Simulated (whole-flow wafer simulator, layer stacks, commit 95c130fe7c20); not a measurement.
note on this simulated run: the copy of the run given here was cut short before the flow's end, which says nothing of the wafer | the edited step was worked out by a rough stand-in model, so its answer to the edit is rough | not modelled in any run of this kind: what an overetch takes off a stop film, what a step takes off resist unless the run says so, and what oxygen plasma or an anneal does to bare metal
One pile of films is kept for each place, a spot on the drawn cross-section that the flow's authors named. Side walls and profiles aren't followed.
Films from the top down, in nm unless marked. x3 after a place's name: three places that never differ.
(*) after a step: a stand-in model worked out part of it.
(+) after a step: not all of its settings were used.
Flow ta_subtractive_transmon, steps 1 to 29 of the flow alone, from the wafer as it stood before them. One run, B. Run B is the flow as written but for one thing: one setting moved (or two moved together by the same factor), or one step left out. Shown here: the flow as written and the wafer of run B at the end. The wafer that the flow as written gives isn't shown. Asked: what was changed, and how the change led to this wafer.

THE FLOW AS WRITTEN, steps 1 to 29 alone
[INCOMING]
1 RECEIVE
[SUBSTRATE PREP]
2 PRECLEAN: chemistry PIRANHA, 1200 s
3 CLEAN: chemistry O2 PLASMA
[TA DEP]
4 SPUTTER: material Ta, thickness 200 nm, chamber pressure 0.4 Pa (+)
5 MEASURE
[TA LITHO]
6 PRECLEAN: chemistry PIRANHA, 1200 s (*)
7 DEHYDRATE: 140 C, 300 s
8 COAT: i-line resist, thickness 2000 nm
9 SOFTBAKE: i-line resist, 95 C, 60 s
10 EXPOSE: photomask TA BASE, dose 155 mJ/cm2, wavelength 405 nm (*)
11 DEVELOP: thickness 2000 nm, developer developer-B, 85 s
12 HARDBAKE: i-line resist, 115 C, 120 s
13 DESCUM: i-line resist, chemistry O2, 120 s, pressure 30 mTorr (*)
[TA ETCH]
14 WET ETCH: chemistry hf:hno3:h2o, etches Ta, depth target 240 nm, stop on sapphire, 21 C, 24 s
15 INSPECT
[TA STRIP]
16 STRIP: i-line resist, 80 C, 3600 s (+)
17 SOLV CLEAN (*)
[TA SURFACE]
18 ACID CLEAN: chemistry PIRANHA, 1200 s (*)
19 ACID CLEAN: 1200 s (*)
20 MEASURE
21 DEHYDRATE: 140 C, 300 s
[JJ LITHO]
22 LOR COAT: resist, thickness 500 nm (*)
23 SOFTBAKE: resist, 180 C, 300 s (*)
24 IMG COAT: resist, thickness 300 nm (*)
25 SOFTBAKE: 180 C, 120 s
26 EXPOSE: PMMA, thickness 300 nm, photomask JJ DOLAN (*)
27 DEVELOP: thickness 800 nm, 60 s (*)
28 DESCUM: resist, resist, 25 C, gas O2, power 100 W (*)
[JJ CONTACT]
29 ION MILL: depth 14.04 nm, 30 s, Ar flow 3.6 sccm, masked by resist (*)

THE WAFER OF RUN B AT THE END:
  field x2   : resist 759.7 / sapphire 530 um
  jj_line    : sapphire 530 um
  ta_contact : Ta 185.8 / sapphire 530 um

The cause: step 29, ION MILL: 44.2 s was run, where the flow has 30 s.

How the change led to this, step by step:
  29 ION MILL: depth 14.04 nm, 30 s, Ar flow 3.6 sccm, masked by resist (*)
      field x2, ta_pad: resist -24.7 (as written it would be: resist -16.8)
      jj_line, lead: sapphire -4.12 (as written it would be: sapphire -2.8)
      (and at 1 more place)
